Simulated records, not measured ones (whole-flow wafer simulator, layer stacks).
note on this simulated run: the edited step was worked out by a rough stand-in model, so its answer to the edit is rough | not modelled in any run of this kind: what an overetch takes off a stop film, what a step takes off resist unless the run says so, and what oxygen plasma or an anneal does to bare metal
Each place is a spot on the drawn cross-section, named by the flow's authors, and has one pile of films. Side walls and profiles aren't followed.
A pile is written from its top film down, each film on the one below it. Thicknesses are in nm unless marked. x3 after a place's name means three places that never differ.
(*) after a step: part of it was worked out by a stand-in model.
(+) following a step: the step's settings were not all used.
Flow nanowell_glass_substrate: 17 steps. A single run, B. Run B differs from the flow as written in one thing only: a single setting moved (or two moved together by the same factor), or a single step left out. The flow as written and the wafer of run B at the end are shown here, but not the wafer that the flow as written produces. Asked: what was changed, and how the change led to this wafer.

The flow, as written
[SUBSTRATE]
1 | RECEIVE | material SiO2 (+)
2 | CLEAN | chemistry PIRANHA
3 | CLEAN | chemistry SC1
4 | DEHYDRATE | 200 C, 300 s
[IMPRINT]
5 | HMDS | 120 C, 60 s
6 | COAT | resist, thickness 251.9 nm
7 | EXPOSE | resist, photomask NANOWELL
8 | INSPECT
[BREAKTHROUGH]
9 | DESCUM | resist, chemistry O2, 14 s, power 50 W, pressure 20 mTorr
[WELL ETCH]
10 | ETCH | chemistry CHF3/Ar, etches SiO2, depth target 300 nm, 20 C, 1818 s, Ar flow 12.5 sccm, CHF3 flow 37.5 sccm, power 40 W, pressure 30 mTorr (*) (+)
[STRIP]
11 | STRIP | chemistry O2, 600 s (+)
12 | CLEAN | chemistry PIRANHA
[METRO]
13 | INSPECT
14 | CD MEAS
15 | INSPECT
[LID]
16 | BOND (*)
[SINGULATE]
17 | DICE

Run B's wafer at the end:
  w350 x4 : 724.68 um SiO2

Cause: step 10, ETCH: depth target 315 nm was run, whereas the flow has depth target 300 nm.

Step by step, how the change led to this:
  10 | ETCH | chemistry CHF3/Ar, etches SiO2, depth target 300 nm, 20 C, 1818 s, Ar flow 12.5 sccm, CHF3 flow 37.5 sccm, power 40 W, pressure 30 mTorr (*) (+)
      w350 x4: -315 SiO2 (in the flow as written it would be: -300 SiO2)
      land: -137 resist (in the flow as written it would be: -130.4 resist)
  11 | STRIP | chemistry O2, 600 s (+)
      land: -119.4 resist (all of it) (in the flow as written it would be: -125.9 resist (all of it))
